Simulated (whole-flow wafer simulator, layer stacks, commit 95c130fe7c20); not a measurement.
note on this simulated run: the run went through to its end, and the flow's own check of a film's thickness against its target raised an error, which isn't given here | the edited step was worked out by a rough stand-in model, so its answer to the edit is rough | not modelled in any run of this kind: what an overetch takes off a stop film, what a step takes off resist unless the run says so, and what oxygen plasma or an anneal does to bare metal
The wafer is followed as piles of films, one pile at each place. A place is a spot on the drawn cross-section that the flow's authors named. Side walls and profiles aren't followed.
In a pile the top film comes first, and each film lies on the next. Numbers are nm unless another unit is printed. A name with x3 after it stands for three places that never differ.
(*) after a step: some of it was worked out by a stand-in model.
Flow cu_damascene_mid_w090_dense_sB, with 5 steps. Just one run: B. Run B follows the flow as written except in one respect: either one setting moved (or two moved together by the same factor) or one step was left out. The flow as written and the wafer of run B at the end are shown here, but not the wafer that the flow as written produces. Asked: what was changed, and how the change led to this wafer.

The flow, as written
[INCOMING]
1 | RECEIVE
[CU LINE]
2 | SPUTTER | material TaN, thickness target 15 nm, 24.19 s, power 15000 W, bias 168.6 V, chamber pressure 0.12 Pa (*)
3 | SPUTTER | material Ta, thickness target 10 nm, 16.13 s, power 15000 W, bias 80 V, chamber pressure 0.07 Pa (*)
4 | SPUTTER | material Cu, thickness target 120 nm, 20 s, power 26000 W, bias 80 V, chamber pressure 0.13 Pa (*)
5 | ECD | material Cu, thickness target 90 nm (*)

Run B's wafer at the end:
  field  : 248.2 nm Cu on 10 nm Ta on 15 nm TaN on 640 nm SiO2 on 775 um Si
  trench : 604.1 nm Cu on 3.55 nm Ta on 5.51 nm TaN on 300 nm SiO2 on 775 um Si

What caused this: step 5, ECD: thickness target 128.2 nm was run, whereas the flow has thickness target 90 nm.

Step by step, how the change led to this:
  5 | ECD | material Cu, thickness target 90 nm (*)
      field: Cu gains 128.2 (as written it would have been: Cu gains 90)
      trench: Cu gains 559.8 (as written it would have been: Cu gains 521.6)
